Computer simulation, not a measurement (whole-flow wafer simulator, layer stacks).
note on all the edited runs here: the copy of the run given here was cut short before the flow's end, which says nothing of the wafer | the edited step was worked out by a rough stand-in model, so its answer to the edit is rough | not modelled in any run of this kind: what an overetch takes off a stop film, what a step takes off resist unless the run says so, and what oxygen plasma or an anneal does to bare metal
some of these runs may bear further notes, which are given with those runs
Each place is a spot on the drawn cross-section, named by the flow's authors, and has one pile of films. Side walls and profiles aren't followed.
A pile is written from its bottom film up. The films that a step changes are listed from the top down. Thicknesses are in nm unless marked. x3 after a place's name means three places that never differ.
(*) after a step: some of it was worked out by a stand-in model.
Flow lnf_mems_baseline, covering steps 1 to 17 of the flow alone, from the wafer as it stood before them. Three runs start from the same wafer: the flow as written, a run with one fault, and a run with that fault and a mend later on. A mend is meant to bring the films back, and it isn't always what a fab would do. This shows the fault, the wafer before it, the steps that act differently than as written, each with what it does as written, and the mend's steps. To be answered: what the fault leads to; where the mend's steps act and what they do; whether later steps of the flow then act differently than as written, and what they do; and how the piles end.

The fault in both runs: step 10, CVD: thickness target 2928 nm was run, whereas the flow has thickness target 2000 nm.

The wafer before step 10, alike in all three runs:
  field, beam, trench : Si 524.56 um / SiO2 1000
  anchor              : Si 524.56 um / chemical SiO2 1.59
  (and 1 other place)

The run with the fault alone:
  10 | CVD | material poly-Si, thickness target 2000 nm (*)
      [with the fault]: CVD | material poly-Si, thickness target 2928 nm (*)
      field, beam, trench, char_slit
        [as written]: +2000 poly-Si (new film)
        [with the fault]: +2928 poly-Si (new film)
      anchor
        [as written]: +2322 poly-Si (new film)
        [with the fault]: +3513.7 poly-Si (new film)
  Steps further on in the flow that do not act as written (not shown: 1 more step that differs only slightly, by at most 2% or 0.5 nm, whichever is larger):
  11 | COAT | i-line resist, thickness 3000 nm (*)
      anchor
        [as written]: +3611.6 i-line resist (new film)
        [with the fault]: +3362.5 i-line resist (new film)
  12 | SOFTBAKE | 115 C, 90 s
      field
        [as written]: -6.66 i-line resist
        [with the fault]: -5.25 i-line resist
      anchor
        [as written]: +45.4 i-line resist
        [with the fault]: +35 i-line resist
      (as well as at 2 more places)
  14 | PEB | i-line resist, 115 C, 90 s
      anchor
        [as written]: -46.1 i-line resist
        [with the fault]: -41.5 i-line resist
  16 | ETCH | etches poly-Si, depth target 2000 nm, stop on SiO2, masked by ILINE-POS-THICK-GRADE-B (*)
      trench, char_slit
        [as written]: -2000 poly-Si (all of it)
        [with the fault]: -2000 poly-Si
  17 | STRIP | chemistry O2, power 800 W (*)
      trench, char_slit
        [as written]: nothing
        [with the fault]: +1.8 chemical SiO2 (new film), -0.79 poly-Si
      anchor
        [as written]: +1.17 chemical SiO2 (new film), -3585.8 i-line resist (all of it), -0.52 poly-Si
        [with the fault]: +1.15 chemical SiO2 (new film), -3330.9 i-line resist (all of it), -0.51 poly-Si
  By the end, the piles at field, anchor, beam, trench, char_slit depart from the flow's by more than 2% or 0.5 nm, whichever is larger.
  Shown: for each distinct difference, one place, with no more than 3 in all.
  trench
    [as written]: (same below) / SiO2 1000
    [with the fault]: (same below) / SiO2 1000 / poly-Si 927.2 / chemical SiO2 1.8
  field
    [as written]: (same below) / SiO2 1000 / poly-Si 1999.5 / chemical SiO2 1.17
    [with the fault]: (same below) / SiO2 1000 / poly-Si 2927.5 / chemical SiO2 1.15
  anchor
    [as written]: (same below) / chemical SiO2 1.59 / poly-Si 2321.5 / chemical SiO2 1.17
    [with the fault]: (same below) / chemical SiO2 1.59 / poly-Si 3513.2 / chemical SiO2 1.15

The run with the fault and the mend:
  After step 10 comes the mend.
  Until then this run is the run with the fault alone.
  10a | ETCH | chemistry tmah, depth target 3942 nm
      field, beam, trench, char_slit
        -2928 poly-Si (all of it)
      anchor
        -3513.7 poly-Si (all of it)
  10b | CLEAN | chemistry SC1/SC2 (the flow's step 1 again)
      alters no film at any place that is followed
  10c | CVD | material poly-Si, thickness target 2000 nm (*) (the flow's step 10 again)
      field, beam, trench, char_slit
        +2000 poly-Si (new film)
      anchor
        +2322 poly-Si (new film)
  None of the later steps of the flow acts differently than as written at any place that is followed.
  The piles end the same as the flow's at every place that both follow.
